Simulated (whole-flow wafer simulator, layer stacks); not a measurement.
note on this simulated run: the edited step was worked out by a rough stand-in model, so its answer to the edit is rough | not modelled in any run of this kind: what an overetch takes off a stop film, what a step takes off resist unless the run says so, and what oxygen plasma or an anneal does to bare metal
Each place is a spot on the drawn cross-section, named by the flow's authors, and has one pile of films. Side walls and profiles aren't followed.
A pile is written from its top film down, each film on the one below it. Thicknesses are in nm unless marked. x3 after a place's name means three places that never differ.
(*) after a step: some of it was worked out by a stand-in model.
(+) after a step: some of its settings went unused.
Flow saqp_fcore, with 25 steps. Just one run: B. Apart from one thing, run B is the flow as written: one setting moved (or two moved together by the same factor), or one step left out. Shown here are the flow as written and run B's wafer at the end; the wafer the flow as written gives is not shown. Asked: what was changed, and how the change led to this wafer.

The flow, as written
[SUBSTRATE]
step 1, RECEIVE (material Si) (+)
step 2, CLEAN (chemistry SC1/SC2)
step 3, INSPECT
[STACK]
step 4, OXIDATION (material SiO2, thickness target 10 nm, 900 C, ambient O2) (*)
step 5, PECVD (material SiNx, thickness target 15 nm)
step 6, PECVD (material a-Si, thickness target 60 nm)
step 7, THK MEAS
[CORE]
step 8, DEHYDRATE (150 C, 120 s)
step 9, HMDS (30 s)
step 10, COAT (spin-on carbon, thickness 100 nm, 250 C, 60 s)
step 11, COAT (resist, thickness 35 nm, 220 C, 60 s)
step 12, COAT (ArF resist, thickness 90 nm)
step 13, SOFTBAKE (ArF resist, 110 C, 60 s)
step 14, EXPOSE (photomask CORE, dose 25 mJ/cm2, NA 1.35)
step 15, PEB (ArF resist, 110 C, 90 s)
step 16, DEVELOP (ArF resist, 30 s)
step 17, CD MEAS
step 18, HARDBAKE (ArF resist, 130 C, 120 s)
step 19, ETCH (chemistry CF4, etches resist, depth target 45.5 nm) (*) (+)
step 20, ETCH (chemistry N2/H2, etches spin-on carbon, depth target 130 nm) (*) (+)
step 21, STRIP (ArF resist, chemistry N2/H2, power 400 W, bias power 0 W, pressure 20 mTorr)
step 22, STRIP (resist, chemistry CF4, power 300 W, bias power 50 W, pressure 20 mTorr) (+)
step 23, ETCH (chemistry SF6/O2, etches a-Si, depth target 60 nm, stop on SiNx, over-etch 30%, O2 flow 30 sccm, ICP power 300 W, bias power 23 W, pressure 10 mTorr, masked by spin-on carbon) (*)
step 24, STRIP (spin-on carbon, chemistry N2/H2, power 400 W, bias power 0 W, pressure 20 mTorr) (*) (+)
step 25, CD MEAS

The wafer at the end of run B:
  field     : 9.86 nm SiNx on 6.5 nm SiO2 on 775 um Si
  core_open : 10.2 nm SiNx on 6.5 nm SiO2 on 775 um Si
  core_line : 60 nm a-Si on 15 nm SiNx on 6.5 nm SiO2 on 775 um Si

Cause: step 4, OXIDATION: thickness target 6.5 nm was run, whereas the flow has thickness target 10 nm.
The wafer itself shows it: field has SiO2 6.5, and step 4 as written asks for 10 nm.

How this came from the change, step by step:
  step 4, OXIDATION (material SiO2, thickness target 10 nm, 900 C, ambient O2) (*)
      field, core_open, core_line: +6.5 SiO2 (new film), -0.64 chemical SiO2 (all of it), -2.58 Si (as written it would have been: +10 SiO2 (new film), -0.64 chemical SiO2 (all of it), -4.12 Si)
